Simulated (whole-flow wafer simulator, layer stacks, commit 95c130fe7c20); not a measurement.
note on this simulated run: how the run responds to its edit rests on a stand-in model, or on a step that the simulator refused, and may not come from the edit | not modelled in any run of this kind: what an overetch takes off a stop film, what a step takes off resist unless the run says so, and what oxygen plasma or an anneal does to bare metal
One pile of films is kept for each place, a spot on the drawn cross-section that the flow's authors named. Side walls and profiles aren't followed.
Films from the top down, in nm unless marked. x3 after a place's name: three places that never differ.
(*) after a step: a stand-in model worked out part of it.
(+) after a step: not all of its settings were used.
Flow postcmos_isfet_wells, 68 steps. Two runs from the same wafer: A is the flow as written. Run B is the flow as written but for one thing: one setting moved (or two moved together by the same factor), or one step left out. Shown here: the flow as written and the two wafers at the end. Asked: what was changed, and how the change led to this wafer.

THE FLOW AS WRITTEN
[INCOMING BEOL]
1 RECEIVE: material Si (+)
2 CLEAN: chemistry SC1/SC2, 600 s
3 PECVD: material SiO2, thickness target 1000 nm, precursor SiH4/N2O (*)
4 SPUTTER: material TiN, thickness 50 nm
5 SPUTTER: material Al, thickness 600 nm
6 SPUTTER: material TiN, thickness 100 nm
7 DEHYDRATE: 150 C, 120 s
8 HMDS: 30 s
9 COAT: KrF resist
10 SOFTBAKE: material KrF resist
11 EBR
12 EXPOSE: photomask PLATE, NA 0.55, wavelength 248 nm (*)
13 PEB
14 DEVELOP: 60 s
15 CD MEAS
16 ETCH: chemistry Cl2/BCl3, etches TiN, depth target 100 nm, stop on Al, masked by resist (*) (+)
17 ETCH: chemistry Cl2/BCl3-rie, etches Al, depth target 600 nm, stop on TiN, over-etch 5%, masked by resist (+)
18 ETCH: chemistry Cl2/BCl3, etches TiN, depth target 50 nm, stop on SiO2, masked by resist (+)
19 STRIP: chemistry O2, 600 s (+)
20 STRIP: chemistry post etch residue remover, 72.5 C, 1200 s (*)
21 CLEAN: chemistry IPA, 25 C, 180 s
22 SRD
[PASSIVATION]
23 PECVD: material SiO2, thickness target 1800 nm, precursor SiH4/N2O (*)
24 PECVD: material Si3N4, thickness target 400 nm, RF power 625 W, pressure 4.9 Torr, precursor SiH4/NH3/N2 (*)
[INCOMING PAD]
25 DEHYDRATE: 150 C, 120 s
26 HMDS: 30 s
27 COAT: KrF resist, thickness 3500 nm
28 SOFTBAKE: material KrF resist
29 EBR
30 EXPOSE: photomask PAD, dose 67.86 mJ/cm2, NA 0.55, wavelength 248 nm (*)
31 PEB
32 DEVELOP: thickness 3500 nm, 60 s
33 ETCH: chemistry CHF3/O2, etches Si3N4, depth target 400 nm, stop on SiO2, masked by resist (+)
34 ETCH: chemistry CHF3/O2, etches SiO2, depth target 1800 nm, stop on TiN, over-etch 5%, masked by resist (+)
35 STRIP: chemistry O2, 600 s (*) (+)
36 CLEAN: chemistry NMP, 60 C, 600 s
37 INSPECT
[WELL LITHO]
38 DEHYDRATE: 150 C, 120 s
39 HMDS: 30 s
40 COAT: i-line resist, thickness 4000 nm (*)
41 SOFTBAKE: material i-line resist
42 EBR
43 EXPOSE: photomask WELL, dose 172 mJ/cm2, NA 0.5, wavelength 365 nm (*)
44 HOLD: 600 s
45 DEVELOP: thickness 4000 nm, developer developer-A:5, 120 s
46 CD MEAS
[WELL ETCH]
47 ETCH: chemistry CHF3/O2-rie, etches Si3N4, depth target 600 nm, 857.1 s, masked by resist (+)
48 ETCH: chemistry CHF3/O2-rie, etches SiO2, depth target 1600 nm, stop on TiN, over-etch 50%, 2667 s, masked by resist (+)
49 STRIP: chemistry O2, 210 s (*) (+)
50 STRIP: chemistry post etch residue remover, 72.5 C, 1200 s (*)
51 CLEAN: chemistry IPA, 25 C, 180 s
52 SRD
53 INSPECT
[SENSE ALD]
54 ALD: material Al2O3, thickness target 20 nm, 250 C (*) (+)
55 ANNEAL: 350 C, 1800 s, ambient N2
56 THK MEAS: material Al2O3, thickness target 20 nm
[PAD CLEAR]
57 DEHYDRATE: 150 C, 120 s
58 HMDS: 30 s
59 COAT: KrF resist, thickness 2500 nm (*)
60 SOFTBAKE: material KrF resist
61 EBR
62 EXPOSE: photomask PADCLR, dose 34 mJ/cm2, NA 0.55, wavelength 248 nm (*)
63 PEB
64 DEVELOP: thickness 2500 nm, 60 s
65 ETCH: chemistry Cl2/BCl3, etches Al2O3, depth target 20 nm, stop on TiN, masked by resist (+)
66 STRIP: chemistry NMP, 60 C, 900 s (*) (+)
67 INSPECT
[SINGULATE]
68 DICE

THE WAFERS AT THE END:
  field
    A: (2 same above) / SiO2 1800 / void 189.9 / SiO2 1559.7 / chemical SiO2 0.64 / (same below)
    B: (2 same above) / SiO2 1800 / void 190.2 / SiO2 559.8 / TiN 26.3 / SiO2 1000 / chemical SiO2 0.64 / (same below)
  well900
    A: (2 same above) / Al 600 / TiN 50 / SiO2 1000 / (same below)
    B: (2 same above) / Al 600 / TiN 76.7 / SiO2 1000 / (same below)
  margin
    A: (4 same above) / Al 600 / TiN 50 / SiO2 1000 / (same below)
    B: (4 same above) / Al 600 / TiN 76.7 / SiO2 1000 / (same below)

The cause: step 4, SPUTTER: thickness 76.7 nm was run, where the flow has thickness 50 nm.
It can be read off the wafer: well900 has TiN 76.7, and step 4 as written asks for 50 nm.

How the change led to this, step by step:
  4 SPUTTER: material TiN, thickness 50 nm
      field, margin, well900, well1300 x3, pad_rim, pad_clr, pad_open: A TiN +50 (new film) | B TiN +76.7 (new film)
  18 ETCH: chemistry Cl2/BCl3, etches TiN, depth target 50 nm, stop on SiO2, masked by resist (+)
      field: A TiN -50 (all of it) | B TiN -50
  23 PECVD: material SiO2, thickness target 1800 nm, precursor SiH4/N2O (*)
      field: A SiO2 +1800 (new film), void +189.9 (new film), SiO2 +559.7 | B SiO2 +1800 (new film), void +190.2 (new film), SiO2 +559.8 (new film)
Counting metal films that touch as one body, field has 1 body; the flow as written gives 0 bodies.
